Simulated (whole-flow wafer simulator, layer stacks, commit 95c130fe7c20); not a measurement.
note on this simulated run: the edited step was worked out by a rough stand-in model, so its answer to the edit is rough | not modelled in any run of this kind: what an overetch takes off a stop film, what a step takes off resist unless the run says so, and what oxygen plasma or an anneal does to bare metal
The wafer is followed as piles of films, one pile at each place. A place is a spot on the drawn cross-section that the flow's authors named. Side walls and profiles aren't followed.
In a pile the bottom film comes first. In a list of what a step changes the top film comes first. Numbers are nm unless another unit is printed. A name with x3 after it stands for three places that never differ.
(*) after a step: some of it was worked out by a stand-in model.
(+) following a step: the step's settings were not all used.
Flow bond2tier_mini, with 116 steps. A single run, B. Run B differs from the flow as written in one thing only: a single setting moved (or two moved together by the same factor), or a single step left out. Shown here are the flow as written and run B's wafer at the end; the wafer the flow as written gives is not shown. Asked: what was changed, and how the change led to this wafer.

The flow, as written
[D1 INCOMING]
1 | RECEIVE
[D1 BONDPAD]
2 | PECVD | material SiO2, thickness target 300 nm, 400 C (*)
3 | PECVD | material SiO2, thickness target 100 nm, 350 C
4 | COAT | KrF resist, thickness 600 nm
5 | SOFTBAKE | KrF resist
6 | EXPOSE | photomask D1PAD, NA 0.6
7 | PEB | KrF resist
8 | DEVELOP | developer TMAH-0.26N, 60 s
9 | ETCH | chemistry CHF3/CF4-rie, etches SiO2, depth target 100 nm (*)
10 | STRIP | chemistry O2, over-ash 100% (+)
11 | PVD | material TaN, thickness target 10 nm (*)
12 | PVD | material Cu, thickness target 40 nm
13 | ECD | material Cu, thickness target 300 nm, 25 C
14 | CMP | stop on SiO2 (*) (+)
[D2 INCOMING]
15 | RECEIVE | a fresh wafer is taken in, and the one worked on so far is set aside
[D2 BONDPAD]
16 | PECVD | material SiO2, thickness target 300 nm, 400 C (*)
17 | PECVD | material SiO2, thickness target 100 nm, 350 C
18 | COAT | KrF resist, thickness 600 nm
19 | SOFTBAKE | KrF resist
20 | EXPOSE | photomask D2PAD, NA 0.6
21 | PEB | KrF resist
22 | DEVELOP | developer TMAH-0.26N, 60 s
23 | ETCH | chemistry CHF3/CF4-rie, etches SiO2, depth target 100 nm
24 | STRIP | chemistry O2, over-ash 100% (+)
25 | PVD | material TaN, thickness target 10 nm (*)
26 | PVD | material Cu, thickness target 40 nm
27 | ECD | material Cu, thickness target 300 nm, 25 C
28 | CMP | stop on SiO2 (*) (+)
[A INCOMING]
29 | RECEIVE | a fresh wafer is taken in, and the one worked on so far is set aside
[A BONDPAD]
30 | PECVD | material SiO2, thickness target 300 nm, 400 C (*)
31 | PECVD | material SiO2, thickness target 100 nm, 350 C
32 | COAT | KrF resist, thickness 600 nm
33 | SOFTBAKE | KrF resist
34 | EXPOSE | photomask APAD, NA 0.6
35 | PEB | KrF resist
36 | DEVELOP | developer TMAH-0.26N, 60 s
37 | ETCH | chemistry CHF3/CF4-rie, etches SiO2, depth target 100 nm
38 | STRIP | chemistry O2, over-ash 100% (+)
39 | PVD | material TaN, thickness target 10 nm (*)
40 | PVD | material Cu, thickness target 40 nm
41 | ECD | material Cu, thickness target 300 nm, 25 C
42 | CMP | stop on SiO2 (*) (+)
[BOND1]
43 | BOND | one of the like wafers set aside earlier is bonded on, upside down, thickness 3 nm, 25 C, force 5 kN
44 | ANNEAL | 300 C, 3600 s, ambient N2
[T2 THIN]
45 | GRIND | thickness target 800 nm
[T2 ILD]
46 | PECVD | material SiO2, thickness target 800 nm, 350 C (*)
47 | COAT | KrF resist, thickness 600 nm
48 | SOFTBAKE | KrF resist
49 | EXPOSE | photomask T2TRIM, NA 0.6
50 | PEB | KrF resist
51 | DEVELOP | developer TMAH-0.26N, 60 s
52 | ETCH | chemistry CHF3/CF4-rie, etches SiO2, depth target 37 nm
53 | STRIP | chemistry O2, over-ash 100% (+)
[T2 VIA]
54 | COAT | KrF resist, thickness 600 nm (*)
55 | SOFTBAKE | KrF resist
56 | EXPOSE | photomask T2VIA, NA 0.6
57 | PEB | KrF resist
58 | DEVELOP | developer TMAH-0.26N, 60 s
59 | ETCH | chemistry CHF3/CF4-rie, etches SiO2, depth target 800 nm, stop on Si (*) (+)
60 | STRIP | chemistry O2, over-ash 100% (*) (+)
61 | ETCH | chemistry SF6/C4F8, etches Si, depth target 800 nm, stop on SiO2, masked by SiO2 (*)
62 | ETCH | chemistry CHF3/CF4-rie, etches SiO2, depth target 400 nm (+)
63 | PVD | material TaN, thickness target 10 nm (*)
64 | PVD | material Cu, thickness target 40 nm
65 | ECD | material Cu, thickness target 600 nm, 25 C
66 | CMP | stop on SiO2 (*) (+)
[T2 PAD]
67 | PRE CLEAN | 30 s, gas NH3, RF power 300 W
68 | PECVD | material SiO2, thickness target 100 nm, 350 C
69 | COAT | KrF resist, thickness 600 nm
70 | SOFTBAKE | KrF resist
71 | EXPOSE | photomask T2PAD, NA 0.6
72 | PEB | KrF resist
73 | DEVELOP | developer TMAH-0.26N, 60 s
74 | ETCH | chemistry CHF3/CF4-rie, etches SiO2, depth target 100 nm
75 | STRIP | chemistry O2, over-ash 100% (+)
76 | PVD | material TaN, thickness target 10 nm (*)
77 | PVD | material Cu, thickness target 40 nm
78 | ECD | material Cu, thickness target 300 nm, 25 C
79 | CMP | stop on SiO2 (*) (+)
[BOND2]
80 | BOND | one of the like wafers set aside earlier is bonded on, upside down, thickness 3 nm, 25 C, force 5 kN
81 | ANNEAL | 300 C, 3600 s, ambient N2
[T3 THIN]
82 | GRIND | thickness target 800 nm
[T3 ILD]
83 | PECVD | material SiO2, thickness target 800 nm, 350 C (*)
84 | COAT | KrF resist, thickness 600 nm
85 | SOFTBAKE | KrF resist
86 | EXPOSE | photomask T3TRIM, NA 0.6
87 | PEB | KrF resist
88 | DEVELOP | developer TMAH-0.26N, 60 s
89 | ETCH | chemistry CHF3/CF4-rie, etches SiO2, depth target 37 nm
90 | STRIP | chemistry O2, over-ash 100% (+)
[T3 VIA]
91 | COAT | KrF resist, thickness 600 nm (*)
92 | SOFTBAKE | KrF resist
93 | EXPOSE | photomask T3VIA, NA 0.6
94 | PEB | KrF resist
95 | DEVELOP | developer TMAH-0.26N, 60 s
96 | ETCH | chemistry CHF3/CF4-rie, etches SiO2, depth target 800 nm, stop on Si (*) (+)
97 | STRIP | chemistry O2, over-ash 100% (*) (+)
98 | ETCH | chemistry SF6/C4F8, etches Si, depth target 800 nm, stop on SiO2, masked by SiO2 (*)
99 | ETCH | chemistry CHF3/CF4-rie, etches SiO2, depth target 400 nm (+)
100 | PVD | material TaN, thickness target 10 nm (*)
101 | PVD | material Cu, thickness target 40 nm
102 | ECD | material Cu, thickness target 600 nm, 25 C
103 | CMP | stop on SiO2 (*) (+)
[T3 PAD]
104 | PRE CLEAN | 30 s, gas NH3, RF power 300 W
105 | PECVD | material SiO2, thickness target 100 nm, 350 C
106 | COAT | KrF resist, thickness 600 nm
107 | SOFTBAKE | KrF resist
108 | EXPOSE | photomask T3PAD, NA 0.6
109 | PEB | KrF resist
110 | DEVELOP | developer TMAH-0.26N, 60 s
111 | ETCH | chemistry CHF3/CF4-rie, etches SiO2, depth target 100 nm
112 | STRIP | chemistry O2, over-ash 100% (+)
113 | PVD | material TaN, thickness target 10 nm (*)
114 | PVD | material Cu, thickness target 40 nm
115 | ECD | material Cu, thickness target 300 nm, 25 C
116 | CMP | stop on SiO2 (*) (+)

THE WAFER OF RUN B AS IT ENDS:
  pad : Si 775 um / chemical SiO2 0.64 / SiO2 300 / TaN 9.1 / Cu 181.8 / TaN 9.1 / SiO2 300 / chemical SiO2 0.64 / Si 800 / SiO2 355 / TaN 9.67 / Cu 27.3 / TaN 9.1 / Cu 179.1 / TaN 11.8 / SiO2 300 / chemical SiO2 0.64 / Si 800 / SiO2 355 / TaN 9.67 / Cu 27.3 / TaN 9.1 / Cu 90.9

What caused this: step 25, PVD: thickness target 13 nm was run, whereas the flow has thickness target 10 nm.

How this came from the change, step by step:
  25 | PVD | material TaN, thickness target 10 nm (*)
      field: TaN gains 13 (new film) (it would be, as written: TaN gains 10 (new film))
      pad: TaN gains 11.8 (new film) (it would be, as written: TaN gains 9.1 (new film))
      (and at 1 other place as well)
  28 | CMP | stop on SiO2 (*) (+)
      field: Cu loses 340 (all of it), TaN loses 13 (all of it) (it would be, as written: Cu loses 340 (all of it), TaN loses 10 (all of it))
  80 | BOND | one of the like wafers set aside earlier is bonded on, upside down, thickness 3 nm, 25 C, force 5 kN
      pad: Si gains 775 um (new film), chemical SiO2 gains 0.64 (new film), SiO2 gains 300 (new film), TaN gains 11.8 (new film), Cu gains 88.2 (it would be, as written: Si gains 775 um (new film), chemical SiO2 gains 0.64 (new film), SiO2 gains 300 (new film), TaN gains 9.1 (new film), Cu gains 90.9)
